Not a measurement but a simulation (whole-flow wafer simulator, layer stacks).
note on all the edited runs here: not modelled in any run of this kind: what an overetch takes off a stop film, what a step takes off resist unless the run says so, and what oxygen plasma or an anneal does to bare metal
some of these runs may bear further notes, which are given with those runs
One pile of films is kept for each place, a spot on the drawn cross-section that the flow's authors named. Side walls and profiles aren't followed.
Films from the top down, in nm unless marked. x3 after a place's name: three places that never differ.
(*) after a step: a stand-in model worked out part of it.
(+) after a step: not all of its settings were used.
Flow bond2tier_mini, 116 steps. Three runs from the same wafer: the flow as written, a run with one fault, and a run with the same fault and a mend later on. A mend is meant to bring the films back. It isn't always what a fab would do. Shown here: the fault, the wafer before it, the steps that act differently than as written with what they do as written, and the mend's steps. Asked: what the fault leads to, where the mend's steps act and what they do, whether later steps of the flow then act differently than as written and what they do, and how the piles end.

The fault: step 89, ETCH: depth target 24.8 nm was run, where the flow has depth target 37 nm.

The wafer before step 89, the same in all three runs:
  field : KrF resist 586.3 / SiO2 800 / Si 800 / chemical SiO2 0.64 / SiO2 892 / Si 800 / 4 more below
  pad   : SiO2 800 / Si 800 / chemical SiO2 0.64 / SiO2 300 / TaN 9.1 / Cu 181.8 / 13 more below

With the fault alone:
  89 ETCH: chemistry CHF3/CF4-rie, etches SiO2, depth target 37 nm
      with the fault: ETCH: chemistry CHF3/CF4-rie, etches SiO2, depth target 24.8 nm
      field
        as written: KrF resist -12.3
        with the fault: KrF resist -8.27
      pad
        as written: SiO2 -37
        with the fault: SiO2 -24.8
  Later steps of the flow that act differently than as written (5 more steps differ only slightly, by at most 2% or 0.5 nm, whichever is larger, and aren't shown):
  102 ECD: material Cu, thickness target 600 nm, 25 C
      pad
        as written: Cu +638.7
        with the fault: Cu +625.9
  At the end the piles differ from the flow's by more than 2% or 0.5 nm, whichever is larger, at pad.
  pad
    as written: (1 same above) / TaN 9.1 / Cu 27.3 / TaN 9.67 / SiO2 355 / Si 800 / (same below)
    with the fault: (1 same above) / TaN 9.1 / Cu 15 / TaN 9.78 / SiO2 367.2 / Si 800 / (same below)

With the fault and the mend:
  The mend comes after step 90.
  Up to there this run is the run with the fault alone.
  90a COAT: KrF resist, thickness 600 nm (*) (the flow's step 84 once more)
      field
        KrF resist +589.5 (new film)
      pad
        KrF resist +611 (new film)
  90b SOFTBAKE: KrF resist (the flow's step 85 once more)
      changes no film at any place that is followed
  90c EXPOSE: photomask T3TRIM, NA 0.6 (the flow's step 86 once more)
      changes no film at any place that is followed
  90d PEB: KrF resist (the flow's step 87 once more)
      changes no film at any place that is followed
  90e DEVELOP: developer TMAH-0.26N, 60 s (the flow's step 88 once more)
      field
        KrF resist -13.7
      pad
        KrF resist -611 (all of it)
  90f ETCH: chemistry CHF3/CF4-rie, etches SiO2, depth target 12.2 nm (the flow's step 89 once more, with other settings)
      field
        KrF resist -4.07
      pad
        SiO2 -12.2
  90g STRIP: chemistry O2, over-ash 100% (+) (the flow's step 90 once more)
      field
        KrF resist -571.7 (all of it)
  No later step of the flow acts differently than as written at any place that is followed.
  At the end the piles are the same as the flow's at every place that both follow.
